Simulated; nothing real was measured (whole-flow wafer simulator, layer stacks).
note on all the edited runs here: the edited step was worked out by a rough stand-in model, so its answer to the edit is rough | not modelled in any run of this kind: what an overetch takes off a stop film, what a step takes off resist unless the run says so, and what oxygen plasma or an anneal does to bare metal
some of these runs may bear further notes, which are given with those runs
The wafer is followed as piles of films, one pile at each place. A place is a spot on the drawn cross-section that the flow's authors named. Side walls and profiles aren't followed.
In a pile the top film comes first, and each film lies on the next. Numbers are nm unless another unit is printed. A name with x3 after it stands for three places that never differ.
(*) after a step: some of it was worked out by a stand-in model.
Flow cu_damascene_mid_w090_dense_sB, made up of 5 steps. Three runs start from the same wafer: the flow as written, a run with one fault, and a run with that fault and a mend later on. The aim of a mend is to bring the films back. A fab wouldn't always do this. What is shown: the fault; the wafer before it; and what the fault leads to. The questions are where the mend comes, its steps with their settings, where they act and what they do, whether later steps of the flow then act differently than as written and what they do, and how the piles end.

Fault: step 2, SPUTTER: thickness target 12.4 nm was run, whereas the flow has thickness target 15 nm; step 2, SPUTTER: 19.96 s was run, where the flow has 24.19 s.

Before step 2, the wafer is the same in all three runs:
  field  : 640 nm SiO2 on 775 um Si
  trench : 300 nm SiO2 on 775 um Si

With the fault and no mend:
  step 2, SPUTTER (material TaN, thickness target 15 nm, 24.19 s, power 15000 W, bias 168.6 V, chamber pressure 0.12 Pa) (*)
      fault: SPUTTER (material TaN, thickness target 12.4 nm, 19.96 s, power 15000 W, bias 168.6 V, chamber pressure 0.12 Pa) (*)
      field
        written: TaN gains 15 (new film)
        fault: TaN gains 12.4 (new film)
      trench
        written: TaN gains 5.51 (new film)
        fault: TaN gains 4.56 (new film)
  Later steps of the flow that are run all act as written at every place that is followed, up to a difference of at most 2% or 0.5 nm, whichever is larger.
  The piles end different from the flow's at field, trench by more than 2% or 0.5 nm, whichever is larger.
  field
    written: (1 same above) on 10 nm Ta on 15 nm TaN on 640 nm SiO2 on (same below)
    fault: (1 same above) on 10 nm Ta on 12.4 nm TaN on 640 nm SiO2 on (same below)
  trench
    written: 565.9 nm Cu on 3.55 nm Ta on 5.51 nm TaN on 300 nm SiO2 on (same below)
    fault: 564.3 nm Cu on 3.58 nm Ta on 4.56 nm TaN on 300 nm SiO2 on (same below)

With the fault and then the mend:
  After step 2 comes the mend.
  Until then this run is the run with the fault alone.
  step 2a, SPUTTER (material TaN, thickness target 2.6 nm, 4.193 s, power 15000 W, bias 168.6 V, chamber pressure 0.12 Pa) (*) (the flow's step 2 again, with other settings)
      field
        TaN gains 2.6
      trench
        TaN gains 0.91
  Later steps of the flow that are run all act as written at every place that is followed, up to a difference of at most 2% or 0.5 nm, whichever is larger.
  When the end is reached, the piles differ only a little from the flow's at the places that both follow, at most by 2% or 0.5 nm, whichever is larger.
